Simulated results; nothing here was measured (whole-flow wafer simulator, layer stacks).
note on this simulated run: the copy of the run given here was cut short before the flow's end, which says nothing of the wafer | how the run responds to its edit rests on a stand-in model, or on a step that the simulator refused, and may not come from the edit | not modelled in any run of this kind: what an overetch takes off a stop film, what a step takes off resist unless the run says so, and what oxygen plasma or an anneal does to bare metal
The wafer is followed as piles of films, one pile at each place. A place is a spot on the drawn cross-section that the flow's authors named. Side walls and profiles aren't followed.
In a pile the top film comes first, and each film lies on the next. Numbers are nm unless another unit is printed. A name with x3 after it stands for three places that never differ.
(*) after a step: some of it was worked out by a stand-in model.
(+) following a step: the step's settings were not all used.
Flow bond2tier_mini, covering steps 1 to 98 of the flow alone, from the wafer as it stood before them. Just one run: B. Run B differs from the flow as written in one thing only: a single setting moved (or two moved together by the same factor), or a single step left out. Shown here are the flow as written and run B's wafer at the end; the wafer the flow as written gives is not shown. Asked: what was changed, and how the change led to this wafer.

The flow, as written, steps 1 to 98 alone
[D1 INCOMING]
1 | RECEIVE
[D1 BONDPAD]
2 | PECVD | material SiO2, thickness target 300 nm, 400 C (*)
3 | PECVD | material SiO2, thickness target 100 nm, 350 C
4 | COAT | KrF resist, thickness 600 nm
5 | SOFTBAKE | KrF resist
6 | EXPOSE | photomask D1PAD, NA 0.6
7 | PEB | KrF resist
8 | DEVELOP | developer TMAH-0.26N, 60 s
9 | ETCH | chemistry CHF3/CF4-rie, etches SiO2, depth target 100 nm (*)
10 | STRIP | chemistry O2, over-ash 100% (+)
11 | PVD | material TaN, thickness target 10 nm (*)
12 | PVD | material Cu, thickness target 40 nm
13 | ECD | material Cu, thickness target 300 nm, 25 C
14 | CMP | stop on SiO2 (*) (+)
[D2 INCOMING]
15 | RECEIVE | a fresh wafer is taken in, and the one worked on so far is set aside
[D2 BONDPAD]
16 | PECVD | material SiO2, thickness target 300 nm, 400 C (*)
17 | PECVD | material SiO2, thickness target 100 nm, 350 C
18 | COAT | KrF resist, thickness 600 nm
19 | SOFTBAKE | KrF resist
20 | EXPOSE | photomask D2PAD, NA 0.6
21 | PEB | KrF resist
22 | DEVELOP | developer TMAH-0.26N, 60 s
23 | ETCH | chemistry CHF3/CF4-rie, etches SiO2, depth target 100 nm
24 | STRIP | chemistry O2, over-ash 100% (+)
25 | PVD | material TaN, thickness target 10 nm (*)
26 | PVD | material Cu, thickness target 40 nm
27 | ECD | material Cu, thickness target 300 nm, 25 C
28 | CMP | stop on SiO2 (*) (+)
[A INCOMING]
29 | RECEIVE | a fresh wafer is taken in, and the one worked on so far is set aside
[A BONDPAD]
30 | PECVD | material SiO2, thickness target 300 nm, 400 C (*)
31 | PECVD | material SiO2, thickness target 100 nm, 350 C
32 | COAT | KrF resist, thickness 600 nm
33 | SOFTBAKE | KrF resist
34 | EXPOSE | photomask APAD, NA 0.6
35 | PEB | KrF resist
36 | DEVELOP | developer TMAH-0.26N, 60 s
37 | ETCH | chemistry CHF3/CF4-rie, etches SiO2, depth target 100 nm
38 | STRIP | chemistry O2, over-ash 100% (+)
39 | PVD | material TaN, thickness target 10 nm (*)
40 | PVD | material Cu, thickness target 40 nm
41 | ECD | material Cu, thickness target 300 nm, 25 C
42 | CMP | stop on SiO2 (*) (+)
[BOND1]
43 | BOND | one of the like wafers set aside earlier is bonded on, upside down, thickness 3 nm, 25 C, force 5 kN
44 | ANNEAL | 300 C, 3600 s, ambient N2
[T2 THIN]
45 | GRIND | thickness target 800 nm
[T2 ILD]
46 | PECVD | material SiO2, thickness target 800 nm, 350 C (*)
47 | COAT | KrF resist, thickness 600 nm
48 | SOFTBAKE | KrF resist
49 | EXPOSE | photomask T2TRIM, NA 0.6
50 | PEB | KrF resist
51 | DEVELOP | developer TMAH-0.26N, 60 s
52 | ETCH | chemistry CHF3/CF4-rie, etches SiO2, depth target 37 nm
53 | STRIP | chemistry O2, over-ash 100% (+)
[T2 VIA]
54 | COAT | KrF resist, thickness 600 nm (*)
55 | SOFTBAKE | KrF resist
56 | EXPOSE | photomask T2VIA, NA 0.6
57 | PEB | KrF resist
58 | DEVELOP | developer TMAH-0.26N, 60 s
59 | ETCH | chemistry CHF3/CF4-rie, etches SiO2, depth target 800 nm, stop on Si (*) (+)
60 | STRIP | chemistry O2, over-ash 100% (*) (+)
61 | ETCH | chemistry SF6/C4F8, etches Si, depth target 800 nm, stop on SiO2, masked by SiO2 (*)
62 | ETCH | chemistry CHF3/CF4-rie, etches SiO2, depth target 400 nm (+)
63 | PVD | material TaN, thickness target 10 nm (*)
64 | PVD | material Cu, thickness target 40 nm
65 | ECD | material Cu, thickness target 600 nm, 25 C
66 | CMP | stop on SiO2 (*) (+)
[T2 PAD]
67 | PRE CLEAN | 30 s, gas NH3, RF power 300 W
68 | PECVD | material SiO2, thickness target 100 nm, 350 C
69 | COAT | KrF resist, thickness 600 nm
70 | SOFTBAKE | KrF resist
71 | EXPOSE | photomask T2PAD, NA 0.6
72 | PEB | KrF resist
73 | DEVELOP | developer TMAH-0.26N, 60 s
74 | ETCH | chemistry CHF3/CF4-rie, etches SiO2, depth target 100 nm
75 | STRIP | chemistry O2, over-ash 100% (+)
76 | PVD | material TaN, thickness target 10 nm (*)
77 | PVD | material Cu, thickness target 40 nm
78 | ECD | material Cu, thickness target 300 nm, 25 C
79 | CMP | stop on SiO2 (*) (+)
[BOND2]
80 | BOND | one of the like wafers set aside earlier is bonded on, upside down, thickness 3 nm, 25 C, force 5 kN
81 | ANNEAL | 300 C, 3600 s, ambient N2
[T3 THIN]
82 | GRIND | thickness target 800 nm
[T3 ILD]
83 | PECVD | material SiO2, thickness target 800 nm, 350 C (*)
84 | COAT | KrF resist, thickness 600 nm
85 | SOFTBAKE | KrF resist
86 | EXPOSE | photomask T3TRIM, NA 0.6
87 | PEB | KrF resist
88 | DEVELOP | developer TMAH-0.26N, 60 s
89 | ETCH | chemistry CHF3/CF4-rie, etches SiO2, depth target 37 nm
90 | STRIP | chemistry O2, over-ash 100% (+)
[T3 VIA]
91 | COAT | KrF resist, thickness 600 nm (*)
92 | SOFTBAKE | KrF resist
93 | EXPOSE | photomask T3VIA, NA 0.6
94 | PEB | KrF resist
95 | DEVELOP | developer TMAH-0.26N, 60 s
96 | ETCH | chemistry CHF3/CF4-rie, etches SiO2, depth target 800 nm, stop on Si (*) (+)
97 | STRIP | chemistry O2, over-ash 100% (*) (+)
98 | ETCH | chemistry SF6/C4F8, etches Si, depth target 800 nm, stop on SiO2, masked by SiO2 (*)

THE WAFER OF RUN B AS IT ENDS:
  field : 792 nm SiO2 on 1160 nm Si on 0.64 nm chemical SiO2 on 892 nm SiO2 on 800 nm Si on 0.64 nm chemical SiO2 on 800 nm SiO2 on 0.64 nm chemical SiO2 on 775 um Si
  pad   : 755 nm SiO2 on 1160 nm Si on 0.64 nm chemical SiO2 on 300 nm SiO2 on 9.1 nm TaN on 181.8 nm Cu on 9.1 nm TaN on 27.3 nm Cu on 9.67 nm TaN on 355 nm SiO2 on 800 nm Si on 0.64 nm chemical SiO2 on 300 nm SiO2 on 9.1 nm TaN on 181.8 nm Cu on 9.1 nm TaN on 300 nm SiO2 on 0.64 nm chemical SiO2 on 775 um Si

The reason: step 82, GRIND: thickness target 1160 nm was run, though the flow has thickness target 800 nm.
The wafer lets one read it off: field has Si 1160, and step 82 as written asks for 800 nm.

How this came from the change, step by step:
  82 | GRIND | thickness target 800 nm
      field, pad: -773.84 um Si (as written it would have been: -774.2 um Si)
